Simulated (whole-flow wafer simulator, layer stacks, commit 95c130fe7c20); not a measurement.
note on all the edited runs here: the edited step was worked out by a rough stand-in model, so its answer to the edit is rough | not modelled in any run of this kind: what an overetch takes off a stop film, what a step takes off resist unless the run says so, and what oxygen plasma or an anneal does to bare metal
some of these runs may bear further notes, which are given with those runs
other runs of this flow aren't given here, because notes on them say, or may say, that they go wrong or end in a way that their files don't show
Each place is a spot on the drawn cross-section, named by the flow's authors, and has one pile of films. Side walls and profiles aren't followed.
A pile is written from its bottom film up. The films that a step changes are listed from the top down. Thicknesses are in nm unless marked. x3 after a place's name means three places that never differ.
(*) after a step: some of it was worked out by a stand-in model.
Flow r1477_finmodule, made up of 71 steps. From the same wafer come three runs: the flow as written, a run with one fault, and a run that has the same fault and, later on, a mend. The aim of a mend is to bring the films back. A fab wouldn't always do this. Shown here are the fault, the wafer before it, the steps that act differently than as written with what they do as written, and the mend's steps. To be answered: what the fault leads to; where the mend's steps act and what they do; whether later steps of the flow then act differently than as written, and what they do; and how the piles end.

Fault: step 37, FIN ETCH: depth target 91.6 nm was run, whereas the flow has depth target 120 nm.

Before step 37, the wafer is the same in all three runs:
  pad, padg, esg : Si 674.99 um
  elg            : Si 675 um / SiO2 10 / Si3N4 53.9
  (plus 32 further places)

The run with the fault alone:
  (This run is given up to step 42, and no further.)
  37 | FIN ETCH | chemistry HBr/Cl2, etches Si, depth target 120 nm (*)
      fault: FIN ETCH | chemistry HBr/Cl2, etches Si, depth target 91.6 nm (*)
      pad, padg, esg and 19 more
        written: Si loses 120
        fault: Si loses 91.6
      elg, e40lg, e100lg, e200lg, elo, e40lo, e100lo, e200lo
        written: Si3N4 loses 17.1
        fault: Si3N4 loses 13.1
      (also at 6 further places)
  Every later step of the flow up to step 42 that is run acts as written at every place that is followed.
  Once step 42 is done, the piles at elg, e40lg, e100lg and 11 more depart from the flow's by more than 2% or 0.5 nm, whichever is larger.
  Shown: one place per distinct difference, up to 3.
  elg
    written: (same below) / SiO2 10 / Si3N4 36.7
    fault: (same below) / SiO2 10 / Si3N4 40.8
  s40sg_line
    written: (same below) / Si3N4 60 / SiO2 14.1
    fault: (same below) / Si3N4 60 / SiO2 16.3

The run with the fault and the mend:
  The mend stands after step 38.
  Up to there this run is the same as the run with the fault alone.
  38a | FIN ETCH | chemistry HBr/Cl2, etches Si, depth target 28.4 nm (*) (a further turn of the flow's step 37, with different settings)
      pad, padg, esg and 19 more
        Si loses 28.4
      elg, e40lg, e100lg, e200lg, elo, e40lo, e100lo, e200lo
        Si3N4 loses 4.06
      s40sg_line, s45sg_line, s50sg_line, s40so_line, s45so_line, s50so_line
        SiO2 loses 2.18
  Every later step of the flow that is run acts as written at every place that is followed.
  At every place that both follow, the piles at the end match the flow's.
